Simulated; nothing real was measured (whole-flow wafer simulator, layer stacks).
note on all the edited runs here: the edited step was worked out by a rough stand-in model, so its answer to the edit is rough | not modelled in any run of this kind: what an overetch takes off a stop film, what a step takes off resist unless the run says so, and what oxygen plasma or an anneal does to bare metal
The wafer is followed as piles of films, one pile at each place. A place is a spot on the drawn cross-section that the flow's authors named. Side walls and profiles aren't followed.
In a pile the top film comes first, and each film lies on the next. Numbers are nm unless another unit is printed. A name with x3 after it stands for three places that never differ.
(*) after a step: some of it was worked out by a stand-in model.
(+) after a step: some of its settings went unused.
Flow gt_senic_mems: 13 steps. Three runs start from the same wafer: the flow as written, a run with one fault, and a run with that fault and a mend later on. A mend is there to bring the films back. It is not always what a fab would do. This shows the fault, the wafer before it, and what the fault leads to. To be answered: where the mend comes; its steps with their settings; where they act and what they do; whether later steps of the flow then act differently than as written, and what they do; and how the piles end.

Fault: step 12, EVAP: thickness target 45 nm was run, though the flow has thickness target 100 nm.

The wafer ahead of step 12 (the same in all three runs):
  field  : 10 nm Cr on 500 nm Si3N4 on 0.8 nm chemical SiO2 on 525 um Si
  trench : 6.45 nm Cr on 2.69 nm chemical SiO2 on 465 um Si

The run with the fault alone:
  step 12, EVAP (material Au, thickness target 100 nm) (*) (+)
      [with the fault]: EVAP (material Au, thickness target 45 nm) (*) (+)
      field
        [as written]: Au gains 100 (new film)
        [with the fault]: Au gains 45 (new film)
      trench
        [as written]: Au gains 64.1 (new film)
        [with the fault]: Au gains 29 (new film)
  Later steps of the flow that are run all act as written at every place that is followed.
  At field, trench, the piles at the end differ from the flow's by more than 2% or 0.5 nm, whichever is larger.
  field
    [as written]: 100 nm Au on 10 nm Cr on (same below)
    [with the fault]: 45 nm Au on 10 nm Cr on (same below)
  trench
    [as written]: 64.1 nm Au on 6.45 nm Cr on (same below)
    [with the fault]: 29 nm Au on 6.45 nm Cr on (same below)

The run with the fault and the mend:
  The mend follows step 13.
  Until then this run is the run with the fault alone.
  step 13a, EVAP (material Au, thickness target 55 nm) (*) (+) (a further turn of the flow's step 12, with different settings)
      field
        Au gains 55
      trench
        Au gains 35.4
  Later steps of the flow that are run all act as written at every place that is followed.
  At the end the piles are close to the flow's at the places that both follow, differing by at most 2% or 0.5 nm, whichever is larger.
